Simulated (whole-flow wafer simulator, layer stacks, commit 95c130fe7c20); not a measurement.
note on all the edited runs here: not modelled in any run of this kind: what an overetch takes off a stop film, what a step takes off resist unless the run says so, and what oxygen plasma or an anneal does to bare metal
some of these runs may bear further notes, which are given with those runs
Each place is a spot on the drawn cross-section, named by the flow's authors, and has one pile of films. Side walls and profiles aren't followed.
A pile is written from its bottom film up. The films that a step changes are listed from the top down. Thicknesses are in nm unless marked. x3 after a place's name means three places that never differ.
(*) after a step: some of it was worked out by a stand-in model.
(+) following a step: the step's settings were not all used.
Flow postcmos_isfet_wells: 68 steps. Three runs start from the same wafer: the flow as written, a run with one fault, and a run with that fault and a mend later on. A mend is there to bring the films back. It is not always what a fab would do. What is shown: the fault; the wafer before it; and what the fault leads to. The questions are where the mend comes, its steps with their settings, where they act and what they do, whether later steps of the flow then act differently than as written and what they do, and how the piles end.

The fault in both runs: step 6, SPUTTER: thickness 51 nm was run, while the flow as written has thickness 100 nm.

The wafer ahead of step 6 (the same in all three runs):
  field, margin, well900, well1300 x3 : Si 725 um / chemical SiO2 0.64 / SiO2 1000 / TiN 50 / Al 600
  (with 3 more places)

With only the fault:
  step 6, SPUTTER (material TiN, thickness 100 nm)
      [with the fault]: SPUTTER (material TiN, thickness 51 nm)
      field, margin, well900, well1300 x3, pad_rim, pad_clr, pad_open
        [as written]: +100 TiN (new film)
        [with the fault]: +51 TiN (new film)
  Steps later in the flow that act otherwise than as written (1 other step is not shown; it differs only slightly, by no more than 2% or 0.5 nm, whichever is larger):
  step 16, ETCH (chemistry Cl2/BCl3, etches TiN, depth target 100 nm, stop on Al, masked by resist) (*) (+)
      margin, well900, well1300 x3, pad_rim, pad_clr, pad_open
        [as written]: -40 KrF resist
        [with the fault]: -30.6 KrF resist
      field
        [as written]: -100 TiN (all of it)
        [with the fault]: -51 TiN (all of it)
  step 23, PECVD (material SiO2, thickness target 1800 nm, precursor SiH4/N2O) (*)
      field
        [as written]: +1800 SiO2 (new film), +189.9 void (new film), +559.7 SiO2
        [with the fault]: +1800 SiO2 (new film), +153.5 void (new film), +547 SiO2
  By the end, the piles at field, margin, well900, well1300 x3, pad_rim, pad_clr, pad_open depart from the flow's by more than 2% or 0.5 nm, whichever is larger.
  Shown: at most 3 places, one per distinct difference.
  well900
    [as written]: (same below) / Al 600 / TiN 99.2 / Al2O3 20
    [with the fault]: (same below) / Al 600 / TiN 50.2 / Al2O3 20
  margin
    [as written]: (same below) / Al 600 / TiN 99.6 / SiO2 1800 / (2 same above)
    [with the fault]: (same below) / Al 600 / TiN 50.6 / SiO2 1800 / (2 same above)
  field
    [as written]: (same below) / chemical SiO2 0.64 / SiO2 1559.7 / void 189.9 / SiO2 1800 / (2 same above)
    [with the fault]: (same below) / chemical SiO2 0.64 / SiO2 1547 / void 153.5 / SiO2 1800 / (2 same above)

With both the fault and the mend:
  The mend follows step 6.
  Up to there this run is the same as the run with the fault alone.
  step 6a, SPUTTER (material TiN, thickness 49 nm) (a further turn of the flow's step 6, with different settings)
      field, margin, well900, well1300 x3, pad_rim, pad_clr, pad_open
        +49 TiN
  Later steps of the flow that are run all act as written at every place that is followed.
  The piles end the same as the flow's at every place that both follow.
